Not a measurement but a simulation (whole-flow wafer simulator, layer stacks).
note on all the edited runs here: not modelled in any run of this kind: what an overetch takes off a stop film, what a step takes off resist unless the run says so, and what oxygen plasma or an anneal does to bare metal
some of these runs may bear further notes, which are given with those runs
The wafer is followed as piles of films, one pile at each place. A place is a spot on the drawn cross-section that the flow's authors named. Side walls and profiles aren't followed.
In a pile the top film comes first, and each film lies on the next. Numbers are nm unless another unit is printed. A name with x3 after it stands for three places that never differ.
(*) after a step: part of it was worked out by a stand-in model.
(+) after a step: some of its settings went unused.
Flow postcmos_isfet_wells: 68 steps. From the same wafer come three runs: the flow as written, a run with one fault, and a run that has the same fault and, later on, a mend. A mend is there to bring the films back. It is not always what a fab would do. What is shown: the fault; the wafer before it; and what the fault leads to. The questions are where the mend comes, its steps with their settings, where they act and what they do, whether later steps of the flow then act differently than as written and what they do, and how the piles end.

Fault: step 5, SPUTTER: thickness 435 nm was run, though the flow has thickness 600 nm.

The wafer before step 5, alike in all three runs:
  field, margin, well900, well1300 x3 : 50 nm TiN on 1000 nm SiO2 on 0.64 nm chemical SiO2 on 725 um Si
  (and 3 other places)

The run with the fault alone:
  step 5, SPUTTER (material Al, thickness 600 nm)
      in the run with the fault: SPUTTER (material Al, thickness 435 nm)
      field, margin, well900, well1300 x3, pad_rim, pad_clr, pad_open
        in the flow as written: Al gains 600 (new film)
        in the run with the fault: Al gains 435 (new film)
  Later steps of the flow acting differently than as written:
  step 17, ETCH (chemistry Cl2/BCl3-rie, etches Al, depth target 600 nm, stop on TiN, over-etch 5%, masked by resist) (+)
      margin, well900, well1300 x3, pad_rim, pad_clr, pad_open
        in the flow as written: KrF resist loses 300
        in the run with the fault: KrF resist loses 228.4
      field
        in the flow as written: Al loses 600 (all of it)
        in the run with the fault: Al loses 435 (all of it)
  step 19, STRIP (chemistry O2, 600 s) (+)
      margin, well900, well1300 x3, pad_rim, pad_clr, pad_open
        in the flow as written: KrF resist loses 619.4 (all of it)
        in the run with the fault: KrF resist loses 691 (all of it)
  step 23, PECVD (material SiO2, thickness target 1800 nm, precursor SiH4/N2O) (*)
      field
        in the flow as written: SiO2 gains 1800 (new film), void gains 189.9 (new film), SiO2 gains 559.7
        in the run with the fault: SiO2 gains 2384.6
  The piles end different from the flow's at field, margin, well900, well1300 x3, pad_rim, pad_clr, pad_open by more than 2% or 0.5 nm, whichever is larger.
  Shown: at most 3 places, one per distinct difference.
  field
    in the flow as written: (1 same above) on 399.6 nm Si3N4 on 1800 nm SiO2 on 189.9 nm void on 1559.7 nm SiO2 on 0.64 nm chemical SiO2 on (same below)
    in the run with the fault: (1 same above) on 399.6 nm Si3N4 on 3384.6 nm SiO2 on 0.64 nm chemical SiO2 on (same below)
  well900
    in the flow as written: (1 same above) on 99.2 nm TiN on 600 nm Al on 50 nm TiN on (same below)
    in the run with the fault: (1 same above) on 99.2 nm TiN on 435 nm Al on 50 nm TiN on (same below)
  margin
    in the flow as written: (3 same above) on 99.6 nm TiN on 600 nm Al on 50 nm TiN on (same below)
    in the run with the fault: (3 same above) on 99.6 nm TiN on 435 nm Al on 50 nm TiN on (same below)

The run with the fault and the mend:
  The mend follows step 5.
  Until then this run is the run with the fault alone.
  step 5a, SPUTTER (material Al, thickness 165 nm) (the flow's step 5 again, with other settings)
      field, margin, well900, well1300 x3, pad_rim, pad_clr, pad_open
        Al gains 165
  None of the later steps of the flow acts differently than as written at any place that is followed.
  At every place that both follow, the piles at the end match the flow's.
